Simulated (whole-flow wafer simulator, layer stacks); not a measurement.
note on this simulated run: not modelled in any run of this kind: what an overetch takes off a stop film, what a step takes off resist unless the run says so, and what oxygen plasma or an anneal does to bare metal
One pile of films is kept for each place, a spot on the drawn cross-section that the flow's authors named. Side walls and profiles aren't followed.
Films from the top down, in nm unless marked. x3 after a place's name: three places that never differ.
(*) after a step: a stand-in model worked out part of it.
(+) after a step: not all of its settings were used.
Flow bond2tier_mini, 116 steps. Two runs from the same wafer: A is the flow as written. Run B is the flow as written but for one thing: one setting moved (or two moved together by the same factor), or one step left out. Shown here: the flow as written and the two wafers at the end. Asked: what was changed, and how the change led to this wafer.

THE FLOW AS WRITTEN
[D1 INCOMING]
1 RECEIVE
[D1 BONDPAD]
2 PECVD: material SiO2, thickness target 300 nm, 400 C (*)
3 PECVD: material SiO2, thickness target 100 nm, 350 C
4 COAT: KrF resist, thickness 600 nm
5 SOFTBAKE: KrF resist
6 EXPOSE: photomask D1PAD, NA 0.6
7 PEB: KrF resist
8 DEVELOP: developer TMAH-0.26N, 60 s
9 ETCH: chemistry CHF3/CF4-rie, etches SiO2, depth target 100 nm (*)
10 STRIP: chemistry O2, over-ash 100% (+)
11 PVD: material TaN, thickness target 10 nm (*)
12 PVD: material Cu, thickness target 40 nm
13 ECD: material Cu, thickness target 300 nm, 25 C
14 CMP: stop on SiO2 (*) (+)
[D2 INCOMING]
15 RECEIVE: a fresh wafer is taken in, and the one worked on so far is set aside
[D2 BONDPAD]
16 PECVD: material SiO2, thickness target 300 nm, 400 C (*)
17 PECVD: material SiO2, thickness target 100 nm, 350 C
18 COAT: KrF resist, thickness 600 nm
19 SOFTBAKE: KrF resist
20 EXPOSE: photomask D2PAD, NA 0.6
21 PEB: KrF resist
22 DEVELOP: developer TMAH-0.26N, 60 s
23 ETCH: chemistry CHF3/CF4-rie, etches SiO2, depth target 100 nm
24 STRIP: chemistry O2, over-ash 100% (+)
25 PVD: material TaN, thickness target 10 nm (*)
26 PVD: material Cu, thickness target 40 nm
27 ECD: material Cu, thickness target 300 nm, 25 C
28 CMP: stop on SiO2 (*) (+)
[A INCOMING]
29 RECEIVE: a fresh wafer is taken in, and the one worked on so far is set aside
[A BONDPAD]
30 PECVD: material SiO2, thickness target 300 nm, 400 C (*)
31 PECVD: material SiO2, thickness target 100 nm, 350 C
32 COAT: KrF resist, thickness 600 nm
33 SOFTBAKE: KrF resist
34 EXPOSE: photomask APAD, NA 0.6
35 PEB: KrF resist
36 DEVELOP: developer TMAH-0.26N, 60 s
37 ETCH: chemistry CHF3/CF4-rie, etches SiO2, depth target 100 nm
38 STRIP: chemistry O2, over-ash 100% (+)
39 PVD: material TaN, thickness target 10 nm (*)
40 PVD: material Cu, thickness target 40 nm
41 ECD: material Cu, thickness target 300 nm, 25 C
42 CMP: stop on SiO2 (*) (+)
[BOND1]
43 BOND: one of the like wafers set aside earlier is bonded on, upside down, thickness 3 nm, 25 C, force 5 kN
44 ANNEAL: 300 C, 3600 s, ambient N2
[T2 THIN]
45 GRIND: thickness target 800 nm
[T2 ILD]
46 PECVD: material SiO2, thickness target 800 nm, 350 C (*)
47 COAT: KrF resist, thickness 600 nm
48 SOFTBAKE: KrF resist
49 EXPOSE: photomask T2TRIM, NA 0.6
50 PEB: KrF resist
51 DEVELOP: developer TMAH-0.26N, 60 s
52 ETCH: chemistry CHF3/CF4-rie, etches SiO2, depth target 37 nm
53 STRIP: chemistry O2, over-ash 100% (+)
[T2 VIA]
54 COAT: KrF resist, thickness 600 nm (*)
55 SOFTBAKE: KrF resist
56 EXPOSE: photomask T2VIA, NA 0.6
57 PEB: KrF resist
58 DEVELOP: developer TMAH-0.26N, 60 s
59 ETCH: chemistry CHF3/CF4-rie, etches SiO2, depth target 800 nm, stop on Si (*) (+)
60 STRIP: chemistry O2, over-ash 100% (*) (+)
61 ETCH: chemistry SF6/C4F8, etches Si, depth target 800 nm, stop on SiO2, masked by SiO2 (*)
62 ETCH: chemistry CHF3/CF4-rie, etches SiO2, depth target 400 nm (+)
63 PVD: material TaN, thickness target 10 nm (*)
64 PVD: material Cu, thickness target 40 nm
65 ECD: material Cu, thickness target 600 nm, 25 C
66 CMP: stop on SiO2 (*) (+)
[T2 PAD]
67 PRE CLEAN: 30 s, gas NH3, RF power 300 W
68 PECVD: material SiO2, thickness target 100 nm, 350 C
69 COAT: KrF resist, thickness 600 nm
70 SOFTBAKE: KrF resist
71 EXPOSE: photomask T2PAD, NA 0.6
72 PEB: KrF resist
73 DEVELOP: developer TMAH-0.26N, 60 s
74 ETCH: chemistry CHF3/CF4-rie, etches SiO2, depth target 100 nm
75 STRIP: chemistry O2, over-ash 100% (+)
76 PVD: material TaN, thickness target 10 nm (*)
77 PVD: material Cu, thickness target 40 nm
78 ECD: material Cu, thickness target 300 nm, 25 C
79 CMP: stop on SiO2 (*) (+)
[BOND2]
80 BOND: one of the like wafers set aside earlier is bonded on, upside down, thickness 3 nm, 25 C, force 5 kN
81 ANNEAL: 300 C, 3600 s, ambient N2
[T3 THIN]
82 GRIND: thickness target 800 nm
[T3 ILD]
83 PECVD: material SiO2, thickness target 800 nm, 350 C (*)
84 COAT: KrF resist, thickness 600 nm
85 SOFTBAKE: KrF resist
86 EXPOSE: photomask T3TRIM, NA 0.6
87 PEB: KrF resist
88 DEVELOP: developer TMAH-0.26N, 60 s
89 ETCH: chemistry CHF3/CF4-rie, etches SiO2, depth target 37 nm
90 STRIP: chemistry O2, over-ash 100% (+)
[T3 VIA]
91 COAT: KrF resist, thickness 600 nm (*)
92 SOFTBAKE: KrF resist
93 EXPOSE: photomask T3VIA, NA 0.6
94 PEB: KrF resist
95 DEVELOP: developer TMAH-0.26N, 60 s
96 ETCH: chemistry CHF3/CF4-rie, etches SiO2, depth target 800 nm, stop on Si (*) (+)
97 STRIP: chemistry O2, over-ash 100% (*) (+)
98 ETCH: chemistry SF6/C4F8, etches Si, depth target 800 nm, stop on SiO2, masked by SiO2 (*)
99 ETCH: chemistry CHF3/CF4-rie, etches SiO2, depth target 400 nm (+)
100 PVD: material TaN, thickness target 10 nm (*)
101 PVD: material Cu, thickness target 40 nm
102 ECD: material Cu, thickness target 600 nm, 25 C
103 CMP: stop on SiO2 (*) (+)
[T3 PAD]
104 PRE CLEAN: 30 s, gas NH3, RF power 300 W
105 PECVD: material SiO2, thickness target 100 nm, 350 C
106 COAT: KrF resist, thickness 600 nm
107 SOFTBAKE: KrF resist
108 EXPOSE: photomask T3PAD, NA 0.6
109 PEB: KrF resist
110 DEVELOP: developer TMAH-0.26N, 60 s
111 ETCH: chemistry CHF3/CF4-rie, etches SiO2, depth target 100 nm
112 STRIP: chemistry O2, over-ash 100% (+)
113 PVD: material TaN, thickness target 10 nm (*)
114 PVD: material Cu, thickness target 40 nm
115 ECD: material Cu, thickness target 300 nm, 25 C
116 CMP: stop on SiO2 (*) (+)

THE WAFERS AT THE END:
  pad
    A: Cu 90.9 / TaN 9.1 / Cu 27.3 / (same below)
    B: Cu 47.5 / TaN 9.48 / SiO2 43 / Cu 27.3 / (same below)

The cause: step 111, ETCH: depth target 57 nm was run, where the flow has depth target 100 nm.

How the change led to this, step by step:
  111 ETCH: chemistry CHF3/CF4-rie, etches SiO2, depth target 100 nm
      pad: A SiO2 -100 (all of it) | B SiO2 -57
      field: A KrF resist -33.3 | B KrF resist -19
  112 STRIP: chemistry O2, over-ash 100% (+)
      field: A KrF resist -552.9 (all of it) | B KrF resist -567.3 (all of it)
  114 PVD: material Cu, thickness target 40 nm
      pad: A Cu +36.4 (new film) | B Cu +37.9 (new film)
  115 ECD: material Cu, thickness target 300 nm, 25 C
      pad: A Cu +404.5 | B Cu +359.6
Counting metal films that touch as one body, pad has 4 bodies (between them, from the top down: SiO2 43; SiO2 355 / Si 800 / chemical SiO2 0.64 / SiO2 300; SiO2 355 / Si 800 / chemical SiO2 0.64 / SiO2 300); the flow as written gives 3 bodies (between them, from the top down: SiO2 355 / Si 800 / chemical SiO2 0.64 / SiO2 300; SiO2 355 / Si 800 / chemical SiO2 0.64 / SiO2 300).
